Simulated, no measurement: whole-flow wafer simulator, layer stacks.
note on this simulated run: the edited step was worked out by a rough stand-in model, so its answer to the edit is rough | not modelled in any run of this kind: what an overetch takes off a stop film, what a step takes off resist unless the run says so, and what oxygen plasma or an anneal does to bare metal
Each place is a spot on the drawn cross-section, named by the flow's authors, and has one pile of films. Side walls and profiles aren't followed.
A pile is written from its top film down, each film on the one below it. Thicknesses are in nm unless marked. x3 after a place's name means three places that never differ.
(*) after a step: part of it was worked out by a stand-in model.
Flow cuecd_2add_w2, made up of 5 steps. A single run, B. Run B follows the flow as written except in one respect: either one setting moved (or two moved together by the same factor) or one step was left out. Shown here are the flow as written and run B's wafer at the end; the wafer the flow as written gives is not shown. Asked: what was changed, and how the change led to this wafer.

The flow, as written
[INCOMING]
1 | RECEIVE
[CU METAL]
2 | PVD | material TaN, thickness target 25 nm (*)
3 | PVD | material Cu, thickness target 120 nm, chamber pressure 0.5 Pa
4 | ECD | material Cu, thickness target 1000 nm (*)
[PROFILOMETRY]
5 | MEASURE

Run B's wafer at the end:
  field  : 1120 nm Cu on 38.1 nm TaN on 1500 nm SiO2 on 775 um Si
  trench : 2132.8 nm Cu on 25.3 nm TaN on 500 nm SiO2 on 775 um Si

The reason: step 2, PVD: thickness target 38.1 nm was run, whereas the flow has thickness target 25 nm.
The wafer itself shows it: field has TaN 38.1, and step 2 as written asks for 25 nm.

How this came from the change, step by step:
  2 | PVD | material TaN, thickness target 25 nm (*)
      field: +38.1 TaN (new film) (it would be, as written: +25 TaN (new film))
      trench: +25.3 TaN (new film) (it would be, as written: +16.6 TaN (new film))
